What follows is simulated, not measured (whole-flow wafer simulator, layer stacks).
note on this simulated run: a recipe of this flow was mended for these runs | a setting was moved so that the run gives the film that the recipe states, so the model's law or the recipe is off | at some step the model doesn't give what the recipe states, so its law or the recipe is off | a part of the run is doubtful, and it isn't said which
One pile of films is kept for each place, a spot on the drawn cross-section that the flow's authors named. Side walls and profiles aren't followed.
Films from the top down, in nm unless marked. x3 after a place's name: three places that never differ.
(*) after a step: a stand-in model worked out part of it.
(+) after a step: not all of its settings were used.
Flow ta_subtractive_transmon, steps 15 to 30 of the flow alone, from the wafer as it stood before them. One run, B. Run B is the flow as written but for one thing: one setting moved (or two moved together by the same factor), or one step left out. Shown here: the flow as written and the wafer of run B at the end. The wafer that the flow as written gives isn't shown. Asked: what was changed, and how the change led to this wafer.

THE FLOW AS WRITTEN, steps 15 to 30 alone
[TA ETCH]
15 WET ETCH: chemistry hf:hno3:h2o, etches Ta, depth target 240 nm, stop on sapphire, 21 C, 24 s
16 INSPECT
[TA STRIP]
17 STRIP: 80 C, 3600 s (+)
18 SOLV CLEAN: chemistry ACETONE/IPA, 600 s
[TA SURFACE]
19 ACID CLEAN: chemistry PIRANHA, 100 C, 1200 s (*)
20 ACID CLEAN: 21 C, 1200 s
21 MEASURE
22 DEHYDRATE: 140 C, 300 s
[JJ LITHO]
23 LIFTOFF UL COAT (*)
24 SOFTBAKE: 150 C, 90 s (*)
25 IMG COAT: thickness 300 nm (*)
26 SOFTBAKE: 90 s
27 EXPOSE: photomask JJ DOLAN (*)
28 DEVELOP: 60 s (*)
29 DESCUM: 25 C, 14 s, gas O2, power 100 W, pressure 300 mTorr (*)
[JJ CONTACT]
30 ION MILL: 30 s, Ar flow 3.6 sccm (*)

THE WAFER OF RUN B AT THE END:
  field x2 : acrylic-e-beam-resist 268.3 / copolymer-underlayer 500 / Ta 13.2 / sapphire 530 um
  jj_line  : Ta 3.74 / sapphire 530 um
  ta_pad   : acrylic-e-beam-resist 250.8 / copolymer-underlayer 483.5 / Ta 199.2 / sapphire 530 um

The cause: step 15, WET ETCH: depth target 186 nm was run, where the flow has depth target 240 nm; step 15, WET ETCH: 18.6 s was run, where the flow has 24 s.

How the change led to this, step by step:
  15 WET ETCH: chemistry hf:hno3:h2o, etches Ta, depth target 240 nm, stop on sapphire, 21 C, 24 s
      field x2, jj_line, lead: Ta -186 (as written it would be: Ta -199.7 (all of it))
  30 ION MILL: 30 s, Ar flow 3.6 sccm (*)
      jj_line, lead: Ta -9.45 (as written it would be: sapphire -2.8)
Counting metal films that touch as one body, field x2 has 1 body; the flow as written gives 0 bodies.
Counting metal films that touch as one body, jj_line has 1 body; the flow as written gives 0 bodies.
